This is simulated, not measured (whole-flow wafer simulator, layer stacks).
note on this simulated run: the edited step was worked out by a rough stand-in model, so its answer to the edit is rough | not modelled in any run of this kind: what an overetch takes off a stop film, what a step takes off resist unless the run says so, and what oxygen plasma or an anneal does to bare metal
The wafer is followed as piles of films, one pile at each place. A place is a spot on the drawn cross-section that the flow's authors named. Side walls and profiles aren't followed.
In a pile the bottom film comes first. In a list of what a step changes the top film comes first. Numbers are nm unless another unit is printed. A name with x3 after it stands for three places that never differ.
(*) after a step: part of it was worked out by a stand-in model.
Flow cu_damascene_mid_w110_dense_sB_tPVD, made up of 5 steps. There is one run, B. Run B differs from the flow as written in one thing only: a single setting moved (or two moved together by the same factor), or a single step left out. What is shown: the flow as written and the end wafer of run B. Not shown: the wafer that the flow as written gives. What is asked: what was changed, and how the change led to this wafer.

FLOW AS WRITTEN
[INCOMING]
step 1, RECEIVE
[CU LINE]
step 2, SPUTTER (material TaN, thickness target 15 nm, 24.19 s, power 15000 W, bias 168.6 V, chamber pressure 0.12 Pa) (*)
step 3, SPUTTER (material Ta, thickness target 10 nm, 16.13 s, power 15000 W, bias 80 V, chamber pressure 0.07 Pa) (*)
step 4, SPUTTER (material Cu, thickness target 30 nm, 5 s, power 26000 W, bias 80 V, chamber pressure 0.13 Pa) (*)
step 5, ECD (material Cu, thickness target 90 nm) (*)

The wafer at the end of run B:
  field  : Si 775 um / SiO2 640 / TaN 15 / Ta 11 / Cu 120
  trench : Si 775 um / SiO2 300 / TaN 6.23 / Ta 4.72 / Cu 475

Cause: step 3, SPUTTER: bias 51.2 V was run, though the flow has bias 80 V.

The path from the change to this, step by step:
  step 3, SPUTTER (material Ta, thickness target 10 nm, 16.13 s, power 15000 W, bias 80 V, chamber pressure 0.07 Pa) (*)
      field: +11 Ta (new film) (in the flow as written it would be: +10 Ta (new film))
      trench: +4.72 Ta (new film) (in the flow as written it would be: +4.05 Ta (new film))
